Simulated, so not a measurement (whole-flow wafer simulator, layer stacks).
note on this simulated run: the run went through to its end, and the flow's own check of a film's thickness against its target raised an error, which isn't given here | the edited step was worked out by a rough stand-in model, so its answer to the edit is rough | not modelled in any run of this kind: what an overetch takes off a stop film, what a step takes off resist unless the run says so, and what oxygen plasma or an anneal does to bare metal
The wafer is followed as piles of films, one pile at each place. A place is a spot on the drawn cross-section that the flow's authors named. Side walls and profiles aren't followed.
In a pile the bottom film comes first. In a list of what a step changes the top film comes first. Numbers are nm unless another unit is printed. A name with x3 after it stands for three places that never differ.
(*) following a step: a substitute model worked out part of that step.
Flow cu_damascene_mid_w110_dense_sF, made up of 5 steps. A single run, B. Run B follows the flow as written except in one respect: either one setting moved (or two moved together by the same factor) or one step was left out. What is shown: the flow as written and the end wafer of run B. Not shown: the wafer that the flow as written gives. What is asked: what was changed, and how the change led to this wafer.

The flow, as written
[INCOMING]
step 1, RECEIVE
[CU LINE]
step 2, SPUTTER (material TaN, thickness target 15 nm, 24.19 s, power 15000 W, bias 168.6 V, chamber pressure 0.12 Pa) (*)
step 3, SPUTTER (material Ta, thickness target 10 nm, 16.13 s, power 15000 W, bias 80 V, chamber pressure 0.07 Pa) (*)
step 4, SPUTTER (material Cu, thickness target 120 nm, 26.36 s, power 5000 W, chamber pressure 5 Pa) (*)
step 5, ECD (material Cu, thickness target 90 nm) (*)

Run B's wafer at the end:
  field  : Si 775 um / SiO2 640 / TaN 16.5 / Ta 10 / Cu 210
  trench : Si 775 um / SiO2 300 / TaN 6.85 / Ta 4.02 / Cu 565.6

Cause: step 2, SPUTTER: thickness target 16.5 nm was run, though the flow has thickness target 15 nm; step 2, SPUTTER: 26.61 s was run, where the flow has 24.19 s.
The wafer lets one read it off: field has TaN 16.5, and step 2 as written asks for 15 nm.

The path from the change to this, step by step:
  step 2, SPUTTER (material TaN, thickness target 15 nm, 24.19 s, power 15000 W, bias 168.6 V, chamber pressure 0.12 Pa) (*)
      field: TaN gains 16.5 (new film) (it would be, as written: TaN gains 15 (new film))
      trench: TaN gains 6.85 (new film) (it would be, as written: TaN gains 6.23 (new film))
